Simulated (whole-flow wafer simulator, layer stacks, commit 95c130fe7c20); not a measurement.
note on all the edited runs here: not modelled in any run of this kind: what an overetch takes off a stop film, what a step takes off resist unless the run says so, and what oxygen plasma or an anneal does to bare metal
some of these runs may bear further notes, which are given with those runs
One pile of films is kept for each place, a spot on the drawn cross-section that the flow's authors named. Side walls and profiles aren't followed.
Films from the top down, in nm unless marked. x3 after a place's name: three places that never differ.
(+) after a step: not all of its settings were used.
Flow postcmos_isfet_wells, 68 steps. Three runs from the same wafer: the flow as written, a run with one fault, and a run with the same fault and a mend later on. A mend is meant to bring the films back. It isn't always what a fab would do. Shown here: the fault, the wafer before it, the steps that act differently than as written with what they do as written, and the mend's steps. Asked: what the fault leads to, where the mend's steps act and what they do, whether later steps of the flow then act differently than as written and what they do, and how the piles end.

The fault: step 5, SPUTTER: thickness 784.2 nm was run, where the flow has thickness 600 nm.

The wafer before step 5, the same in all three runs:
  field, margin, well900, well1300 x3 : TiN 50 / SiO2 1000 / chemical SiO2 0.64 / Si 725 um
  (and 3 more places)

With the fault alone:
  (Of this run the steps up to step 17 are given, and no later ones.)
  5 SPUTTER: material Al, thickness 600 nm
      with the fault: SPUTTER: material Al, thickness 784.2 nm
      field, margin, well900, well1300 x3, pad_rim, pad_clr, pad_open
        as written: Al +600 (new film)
        with the fault: Al +784.2 (new film)
  Later steps of the flow that act differently than as written:
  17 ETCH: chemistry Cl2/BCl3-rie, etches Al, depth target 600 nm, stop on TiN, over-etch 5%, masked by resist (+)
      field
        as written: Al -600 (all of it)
        with the fault: Al -600
  After step 17 the piles differ from the flow's by more than 2% or 0.5 nm, whichever is larger, at field, margin, well900, well1300 x3, pad_rim, pad_clr, pad_open.
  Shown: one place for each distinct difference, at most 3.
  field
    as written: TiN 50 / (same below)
    with the fault: Al 184.2 / TiN 50 / (same below)
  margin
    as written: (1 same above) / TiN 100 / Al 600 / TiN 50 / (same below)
    with the fault: (1 same above) / TiN 100 / Al 784.2 / TiN 50 / (same below)

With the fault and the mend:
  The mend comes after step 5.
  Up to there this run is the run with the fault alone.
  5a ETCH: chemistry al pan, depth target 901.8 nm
      field, margin, well900, well1300 x3, pad_rim, pad_clr, pad_open
        Al -784.2 (all of it)
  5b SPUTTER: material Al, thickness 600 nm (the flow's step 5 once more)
      field, margin, well900, well1300 x3, pad_rim, pad_clr, pad_open
        Al +600 (new film)
  No later step of the flow acts differently than as written at any place that is followed.
  At the end the piles are the same as the flow's at every place that both follow.
